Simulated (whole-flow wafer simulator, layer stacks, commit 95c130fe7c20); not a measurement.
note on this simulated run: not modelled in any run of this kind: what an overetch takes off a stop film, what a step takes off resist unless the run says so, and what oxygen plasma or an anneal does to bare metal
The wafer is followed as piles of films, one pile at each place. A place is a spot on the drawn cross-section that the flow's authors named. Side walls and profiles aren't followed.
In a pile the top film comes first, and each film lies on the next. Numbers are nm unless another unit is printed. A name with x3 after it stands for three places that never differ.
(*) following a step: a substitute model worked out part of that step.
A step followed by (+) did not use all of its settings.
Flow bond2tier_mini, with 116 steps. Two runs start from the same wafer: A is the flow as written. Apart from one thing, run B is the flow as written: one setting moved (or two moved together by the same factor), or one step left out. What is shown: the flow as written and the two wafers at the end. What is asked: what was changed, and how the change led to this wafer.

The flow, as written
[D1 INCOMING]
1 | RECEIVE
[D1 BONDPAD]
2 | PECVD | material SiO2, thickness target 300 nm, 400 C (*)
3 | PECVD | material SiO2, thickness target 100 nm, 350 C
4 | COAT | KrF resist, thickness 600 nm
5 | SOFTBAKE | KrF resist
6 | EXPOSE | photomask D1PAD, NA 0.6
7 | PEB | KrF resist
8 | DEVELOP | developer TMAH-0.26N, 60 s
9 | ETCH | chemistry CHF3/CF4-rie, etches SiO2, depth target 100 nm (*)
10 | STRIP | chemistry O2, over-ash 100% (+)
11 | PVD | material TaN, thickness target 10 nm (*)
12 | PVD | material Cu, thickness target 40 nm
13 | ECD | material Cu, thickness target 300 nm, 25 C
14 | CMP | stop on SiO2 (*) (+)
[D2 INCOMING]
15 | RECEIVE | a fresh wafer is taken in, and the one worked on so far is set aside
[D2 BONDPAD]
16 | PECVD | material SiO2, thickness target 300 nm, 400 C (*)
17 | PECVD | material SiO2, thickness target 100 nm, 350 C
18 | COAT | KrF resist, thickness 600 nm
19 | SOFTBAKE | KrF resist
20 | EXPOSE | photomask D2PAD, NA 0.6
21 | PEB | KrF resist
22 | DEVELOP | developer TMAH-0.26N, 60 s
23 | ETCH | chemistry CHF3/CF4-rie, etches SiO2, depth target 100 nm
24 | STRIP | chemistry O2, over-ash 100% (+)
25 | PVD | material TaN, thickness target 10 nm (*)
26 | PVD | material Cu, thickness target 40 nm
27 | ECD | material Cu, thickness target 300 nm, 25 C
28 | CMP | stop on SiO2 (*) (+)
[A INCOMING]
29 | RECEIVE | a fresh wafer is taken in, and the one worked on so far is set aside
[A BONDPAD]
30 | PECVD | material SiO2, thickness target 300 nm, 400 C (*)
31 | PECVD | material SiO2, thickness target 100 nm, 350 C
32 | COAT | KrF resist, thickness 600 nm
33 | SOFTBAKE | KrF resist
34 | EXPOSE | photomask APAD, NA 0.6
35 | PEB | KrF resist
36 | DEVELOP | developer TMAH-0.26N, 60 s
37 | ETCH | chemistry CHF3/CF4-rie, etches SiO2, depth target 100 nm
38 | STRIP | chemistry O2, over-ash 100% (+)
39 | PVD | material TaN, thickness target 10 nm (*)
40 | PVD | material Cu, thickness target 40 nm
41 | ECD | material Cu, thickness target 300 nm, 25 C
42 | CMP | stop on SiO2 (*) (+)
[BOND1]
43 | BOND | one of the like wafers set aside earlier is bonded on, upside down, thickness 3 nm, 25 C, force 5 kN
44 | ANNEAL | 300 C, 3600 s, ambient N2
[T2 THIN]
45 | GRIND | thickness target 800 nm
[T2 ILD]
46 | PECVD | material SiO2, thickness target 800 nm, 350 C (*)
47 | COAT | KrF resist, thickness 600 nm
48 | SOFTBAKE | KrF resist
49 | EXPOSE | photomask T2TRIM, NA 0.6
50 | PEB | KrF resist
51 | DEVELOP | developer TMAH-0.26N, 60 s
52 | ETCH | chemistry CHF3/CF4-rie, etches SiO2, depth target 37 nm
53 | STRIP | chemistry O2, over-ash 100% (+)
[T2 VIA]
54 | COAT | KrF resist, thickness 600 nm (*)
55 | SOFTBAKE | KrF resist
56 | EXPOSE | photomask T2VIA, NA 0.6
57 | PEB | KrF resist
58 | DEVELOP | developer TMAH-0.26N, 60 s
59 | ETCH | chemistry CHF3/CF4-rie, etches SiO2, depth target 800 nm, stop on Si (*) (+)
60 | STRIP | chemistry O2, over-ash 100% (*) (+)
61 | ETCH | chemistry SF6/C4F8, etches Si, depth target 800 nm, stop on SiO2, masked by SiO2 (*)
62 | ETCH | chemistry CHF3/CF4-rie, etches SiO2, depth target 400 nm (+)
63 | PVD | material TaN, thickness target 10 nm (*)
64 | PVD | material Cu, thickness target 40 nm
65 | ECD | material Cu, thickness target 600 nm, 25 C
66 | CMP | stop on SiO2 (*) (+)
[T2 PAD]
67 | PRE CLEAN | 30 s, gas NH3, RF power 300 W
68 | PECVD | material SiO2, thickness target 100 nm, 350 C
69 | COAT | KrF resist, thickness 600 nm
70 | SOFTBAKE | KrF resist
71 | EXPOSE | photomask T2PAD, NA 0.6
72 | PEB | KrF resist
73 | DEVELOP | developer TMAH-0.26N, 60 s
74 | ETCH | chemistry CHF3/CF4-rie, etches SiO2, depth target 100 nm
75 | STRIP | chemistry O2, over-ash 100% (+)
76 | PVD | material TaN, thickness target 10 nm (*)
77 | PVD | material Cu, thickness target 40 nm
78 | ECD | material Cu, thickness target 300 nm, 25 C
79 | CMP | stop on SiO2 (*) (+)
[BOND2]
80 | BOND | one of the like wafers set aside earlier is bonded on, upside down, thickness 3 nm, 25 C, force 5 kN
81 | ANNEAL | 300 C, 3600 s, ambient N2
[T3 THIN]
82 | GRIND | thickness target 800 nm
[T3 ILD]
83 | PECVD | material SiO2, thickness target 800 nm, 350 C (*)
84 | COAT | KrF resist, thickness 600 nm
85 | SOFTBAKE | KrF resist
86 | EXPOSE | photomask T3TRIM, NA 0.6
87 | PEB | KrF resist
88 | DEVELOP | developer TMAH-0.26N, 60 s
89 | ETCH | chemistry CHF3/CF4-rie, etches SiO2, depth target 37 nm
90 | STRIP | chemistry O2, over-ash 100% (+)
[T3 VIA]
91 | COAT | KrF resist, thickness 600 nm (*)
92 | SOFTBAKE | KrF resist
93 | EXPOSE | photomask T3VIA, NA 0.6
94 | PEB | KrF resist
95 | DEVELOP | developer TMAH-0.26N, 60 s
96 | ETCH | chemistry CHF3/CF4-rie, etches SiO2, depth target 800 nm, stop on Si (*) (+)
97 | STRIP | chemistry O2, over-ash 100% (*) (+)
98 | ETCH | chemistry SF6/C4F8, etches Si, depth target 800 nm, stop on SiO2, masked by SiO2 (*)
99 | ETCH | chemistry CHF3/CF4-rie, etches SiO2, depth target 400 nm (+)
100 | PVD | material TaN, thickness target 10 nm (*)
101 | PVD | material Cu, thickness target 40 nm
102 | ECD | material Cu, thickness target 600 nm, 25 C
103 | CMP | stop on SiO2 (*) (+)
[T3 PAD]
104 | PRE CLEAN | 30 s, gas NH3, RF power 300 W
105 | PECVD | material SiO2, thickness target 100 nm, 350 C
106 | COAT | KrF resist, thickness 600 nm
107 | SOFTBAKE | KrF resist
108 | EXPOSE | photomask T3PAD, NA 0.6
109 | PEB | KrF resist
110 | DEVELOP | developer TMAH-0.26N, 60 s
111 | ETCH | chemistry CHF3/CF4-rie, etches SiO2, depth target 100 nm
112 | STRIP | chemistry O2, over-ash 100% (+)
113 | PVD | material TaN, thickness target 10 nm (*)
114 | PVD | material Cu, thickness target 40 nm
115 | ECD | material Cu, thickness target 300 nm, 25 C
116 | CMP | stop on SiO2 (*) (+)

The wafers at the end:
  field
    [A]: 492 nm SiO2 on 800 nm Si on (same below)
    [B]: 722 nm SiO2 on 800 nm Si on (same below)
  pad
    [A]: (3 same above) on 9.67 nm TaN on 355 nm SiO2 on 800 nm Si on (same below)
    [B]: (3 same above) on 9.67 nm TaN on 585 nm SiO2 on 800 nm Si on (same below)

The reason: step 99, ETCH: depth target 170 nm was run, while the flow as written has depth target 400 nm.

Step by step, how the change led to this:
  99 | ETCH | chemistry CHF3/CF4-rie, etches SiO2, depth target 400 nm (+)
      field, pad: A SiO2 loses 400 | B SiO2 loses 170
